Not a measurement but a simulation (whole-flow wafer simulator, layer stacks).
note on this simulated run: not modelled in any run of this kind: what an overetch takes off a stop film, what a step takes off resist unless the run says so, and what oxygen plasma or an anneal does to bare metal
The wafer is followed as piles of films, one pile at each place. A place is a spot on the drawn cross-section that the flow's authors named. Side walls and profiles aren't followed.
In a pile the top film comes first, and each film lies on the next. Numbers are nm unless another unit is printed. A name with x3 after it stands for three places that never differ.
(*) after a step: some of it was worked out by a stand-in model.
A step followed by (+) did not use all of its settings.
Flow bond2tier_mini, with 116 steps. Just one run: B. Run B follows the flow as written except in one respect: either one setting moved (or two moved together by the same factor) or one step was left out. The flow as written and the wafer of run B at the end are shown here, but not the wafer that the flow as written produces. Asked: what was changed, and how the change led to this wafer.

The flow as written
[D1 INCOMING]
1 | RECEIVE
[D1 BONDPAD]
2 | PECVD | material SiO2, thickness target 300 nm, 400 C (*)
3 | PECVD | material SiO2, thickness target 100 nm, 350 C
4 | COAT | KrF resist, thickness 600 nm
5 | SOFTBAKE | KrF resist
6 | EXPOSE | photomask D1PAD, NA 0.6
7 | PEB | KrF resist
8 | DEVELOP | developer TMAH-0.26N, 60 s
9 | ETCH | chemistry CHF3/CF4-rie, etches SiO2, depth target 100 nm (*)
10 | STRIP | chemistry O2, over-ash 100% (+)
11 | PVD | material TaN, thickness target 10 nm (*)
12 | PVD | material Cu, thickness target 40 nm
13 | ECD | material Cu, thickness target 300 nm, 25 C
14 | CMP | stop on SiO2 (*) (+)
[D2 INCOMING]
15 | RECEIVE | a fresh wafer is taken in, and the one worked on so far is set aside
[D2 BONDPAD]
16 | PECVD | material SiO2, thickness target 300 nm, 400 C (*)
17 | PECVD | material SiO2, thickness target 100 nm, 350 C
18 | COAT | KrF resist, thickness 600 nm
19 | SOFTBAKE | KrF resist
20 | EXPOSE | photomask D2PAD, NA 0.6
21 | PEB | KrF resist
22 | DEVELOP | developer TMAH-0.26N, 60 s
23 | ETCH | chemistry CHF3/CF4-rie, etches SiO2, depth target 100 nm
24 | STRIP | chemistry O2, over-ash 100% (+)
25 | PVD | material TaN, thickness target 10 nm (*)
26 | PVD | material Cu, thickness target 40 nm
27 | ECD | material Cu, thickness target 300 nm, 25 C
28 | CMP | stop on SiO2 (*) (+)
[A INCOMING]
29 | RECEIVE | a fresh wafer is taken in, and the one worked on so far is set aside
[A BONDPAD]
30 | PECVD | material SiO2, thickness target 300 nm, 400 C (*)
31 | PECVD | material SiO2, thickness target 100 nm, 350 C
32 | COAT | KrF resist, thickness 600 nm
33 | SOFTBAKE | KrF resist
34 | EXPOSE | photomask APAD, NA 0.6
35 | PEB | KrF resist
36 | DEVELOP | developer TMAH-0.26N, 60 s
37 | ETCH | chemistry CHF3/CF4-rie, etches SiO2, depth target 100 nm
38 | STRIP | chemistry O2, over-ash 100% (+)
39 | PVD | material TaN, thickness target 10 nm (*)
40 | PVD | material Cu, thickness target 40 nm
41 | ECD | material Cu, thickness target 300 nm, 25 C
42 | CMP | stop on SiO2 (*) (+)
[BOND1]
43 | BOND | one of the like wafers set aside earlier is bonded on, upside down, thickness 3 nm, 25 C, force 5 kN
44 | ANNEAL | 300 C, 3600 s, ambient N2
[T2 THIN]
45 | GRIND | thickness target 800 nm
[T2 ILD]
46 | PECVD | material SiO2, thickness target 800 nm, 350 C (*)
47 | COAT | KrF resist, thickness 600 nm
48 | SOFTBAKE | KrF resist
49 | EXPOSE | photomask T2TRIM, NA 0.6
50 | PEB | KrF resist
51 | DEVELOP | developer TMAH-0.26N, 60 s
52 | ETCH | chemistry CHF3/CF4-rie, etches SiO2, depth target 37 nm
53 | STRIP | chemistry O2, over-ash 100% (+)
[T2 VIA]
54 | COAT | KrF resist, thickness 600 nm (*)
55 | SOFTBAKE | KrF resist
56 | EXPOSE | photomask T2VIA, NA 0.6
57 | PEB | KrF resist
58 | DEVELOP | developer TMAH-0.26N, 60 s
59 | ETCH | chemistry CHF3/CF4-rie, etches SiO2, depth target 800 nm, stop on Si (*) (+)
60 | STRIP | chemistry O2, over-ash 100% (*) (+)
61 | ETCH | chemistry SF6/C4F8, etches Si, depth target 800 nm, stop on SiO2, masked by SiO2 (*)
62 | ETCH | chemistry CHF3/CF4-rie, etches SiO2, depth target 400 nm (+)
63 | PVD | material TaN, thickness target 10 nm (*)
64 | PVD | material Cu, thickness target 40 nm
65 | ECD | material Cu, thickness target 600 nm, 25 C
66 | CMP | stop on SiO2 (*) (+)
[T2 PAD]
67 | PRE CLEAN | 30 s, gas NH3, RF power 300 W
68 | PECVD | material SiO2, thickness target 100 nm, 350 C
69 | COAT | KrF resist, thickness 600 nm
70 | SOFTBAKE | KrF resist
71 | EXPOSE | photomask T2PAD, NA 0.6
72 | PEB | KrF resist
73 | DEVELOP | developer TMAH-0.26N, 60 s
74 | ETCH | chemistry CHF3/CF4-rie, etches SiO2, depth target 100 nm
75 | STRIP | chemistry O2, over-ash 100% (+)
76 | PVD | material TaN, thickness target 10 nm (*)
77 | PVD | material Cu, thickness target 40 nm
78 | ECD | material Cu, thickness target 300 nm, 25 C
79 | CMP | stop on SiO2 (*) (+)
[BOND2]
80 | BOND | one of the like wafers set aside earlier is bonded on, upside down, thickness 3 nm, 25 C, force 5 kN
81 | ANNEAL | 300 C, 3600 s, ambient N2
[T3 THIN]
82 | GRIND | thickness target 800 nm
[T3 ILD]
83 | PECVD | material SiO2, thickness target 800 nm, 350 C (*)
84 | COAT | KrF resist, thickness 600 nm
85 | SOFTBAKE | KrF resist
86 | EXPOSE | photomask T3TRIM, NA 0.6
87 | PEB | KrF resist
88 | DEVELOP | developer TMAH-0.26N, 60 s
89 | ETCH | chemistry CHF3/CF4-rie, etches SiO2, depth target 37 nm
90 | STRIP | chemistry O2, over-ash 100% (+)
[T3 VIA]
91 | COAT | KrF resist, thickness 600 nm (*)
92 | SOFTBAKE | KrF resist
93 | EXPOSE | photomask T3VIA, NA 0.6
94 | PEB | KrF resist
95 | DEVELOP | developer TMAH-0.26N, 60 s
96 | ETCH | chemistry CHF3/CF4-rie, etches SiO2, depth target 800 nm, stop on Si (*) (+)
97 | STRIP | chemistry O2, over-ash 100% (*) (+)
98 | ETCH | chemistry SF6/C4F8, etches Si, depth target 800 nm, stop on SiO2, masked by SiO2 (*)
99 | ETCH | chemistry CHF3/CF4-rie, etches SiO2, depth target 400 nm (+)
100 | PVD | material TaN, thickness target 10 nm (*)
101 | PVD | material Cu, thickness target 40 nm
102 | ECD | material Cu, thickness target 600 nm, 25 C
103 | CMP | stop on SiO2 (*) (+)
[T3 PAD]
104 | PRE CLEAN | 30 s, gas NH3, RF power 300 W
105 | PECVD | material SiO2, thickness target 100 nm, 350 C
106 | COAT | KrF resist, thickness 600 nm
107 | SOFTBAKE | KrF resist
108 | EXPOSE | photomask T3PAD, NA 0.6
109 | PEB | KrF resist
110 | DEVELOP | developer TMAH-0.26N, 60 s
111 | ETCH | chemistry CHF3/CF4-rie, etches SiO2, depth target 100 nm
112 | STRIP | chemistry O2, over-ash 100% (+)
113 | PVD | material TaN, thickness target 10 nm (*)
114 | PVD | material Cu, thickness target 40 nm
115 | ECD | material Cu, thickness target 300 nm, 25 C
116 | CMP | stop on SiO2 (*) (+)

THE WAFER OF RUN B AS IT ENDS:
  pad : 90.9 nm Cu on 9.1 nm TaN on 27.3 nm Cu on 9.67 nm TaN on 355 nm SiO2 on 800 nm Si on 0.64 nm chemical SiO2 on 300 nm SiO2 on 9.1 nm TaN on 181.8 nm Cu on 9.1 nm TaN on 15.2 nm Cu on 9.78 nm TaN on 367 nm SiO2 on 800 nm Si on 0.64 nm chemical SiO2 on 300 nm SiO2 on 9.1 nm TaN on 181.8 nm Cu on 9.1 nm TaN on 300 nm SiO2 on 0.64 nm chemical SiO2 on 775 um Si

What caused this: step 52, ETCH: depth target 25 nm was run, while the flow as written has depth target 37 nm.

Step by step, how the change led to this:
  52 | ETCH | chemistry CHF3/CF4-rie, etches SiO2, depth target 37 nm
      pad, via: SiO2 loses 25 (as written it would have been: SiO2 loses 37)
      field: KrF resist loses 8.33 (as written it would have been: KrF resist loses 12.3)
